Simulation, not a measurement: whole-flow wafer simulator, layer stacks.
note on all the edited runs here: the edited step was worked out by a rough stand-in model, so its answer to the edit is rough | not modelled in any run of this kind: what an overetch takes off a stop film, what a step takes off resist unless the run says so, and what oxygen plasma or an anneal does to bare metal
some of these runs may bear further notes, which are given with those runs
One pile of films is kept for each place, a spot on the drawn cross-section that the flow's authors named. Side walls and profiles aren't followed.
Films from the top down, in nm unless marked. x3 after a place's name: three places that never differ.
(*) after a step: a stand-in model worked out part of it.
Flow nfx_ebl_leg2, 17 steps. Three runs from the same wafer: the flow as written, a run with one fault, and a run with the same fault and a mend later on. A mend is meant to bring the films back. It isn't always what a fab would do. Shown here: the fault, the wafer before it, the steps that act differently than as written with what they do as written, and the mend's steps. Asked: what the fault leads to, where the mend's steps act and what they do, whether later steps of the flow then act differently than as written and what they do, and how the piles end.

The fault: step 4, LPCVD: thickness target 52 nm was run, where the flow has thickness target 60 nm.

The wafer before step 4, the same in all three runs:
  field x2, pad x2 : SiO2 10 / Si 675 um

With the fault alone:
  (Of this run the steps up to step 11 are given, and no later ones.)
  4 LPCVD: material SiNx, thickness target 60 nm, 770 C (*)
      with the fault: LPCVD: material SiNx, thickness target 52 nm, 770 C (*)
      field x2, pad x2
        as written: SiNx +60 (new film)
        with the fault: SiNx +52 (new film)
  No later step of the flow up to step 11 acts differently than as written at any place that is followed.
  After step 11 the piles differ from the flow's by more than 2% or 0.5 nm, whichever is larger, at field x2, pad x2.
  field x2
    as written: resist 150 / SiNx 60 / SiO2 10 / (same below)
    with the fault: resist 150 / SiNx 52 / SiO2 10 / (same below)
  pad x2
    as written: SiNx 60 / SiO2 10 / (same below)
    with the fault: SiNx 52 / SiO2 10 / (same below)

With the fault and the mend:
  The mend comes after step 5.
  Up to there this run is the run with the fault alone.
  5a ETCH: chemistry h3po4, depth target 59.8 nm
      field x2, pad x2
        SiNx -52 (all of it)
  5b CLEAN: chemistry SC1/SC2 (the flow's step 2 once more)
      changes no film at any place that is followed
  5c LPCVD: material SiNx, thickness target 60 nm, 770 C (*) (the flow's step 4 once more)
      field x2, pad x2
        SiNx +60 (new film)
  No later step of the flow acts differently than as written at any place that is followed.
  At the end the piles are the same as the flow's at every place that both follow.
